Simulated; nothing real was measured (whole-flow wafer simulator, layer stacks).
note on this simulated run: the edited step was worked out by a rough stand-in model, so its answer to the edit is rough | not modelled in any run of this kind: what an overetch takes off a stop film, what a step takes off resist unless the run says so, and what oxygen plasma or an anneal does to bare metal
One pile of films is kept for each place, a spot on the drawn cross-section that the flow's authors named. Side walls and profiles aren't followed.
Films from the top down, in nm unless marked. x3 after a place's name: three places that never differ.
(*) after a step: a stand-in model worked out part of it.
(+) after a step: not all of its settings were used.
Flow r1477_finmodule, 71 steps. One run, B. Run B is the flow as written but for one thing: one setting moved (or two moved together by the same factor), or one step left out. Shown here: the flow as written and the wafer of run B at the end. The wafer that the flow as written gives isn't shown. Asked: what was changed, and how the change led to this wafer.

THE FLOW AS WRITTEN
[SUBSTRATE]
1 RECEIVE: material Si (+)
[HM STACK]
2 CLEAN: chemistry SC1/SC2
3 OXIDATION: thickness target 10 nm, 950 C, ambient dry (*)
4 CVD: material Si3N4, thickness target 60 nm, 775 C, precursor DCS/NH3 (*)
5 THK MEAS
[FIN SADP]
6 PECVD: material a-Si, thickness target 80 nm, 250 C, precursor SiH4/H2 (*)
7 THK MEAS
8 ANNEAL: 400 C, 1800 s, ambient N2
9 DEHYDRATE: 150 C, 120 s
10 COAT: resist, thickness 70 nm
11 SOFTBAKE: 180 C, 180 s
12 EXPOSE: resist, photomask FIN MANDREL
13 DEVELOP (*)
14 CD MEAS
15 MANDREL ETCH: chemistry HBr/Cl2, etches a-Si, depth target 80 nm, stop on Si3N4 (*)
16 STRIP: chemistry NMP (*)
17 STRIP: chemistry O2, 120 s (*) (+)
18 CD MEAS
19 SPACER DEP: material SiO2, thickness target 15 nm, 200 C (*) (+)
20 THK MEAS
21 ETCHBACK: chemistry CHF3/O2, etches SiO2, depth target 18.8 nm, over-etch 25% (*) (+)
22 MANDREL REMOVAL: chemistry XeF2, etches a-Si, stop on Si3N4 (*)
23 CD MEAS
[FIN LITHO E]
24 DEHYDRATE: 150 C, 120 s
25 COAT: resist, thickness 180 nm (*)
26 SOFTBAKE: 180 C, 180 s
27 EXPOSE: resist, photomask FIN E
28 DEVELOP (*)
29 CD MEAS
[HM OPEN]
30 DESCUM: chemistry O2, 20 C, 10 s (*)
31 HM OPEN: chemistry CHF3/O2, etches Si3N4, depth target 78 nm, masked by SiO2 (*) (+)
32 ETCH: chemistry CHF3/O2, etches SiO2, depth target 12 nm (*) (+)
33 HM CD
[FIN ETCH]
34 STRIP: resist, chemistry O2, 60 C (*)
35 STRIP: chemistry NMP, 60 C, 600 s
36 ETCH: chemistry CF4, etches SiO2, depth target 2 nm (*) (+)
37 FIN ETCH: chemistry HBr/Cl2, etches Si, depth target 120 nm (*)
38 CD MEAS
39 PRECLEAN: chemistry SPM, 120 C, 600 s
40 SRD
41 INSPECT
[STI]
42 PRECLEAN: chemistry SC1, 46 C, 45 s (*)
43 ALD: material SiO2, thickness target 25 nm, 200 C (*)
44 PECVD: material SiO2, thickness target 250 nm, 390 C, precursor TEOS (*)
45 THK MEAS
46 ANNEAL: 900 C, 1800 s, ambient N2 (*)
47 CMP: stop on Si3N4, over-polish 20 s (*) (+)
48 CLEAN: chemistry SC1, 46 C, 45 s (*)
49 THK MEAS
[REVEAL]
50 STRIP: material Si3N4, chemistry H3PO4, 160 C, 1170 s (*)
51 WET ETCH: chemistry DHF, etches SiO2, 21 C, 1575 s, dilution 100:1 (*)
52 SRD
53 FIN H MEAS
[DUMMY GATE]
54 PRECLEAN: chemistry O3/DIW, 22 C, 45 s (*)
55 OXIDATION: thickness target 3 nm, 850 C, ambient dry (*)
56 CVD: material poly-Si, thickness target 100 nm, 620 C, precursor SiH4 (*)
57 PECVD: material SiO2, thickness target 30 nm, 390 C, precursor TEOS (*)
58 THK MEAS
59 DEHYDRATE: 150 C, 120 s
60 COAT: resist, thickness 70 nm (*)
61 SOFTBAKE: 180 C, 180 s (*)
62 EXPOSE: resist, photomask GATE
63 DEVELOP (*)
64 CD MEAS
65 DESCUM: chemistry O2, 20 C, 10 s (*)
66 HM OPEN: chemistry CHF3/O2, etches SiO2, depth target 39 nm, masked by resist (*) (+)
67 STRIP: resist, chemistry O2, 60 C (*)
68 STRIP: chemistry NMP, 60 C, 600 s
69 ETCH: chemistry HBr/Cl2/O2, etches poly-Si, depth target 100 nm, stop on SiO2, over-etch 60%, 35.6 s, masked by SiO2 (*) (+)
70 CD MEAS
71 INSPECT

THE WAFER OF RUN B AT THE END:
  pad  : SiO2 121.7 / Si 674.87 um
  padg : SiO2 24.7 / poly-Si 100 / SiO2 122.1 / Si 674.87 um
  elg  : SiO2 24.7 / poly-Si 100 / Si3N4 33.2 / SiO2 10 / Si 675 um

The cause: step 51, WET ETCH: 1228 s was run, where the flow has 1575 s.

How the change led to this, step by step:
  51 WET ETCH: chemistry DHF, etches SiO2, 21 C, 1575 s, dilution 100:1 (*)
      pad, padg, e40sg and 12 more: SiO2 -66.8 (as written it would be: SiO2 -85.7)
      elg, e40lg, e100lg, e200lg, elo, e40lo, e100lo, e200lo: SiO2 -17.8 (all of it), Si3N4 -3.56 (as written it would be: SiO2 -17.8 (all of it), Si3N4 -4.97)
      (and at 7 more places)
  56 CVD: material poly-Si, thickness target 100 nm, 620 C, precursor SiH4 (*)
      s40cg, s40co: poly-Si +100 (new film) (as written it would be: poly-Si +113.9 (new film))
      s45cg, s45co: poly-Si +100 (new film) (as written it would be: poly-Si +113.4 (new film))
      (and at 3 more places)
  60 COAT: resist, thickness 70 nm (*)
      e40sg, eso, e40so: resist +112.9 (new film) (as written it would be: resist +129.5 (new film))
      e100sg, e100so: resist +112.9 (new film) (as written it would be: resist +129.4 (new film))
      (and at 18 more places)
  63 DEVELOP (*)
      eso, e40so: resist -112.9 (all of it) (as written it would be: resist -129.5 (all of it))
      e100so: resist -112.9 (all of it) (as written it would be: resist -129.4 (all of it))
      (and at 9 more places)
  67 STRIP: resist, chemistry O2, 60 C (*)
      e40lg, e100lg, e200lg: resist -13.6 (all of it) (as written it would be: resist -12.8 (all of it))
      e40sg: resist -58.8 (all of it) (as written it would be: resist -75.4 (all of it))
      (and at 11 more places)
  69 ETCH: chemistry HBr/Cl2/O2, etches poly-Si, depth target 100 nm, stop on SiO2, over-etch 60%, 35.6 s, masked by SiO2 (*) (+)
      s40co: chemical SiO2 -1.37 (all of it), poly-Si -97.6 (all of it), SiO2 -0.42 (as written it would be: chemical SiO2 -1.46 (all of it), poly-Si -111.5 (all of it), SiO2 -0.24)
      s45co: chemical SiO2 -1.37 (all of it), poly-Si -97.6 (all of it), SiO2 -0.42 (as written it would be: chemical SiO2 -1.46 (all of it), poly-Si -110.9 (all of it), SiO2 -0.25)
      (and at 1 more place)
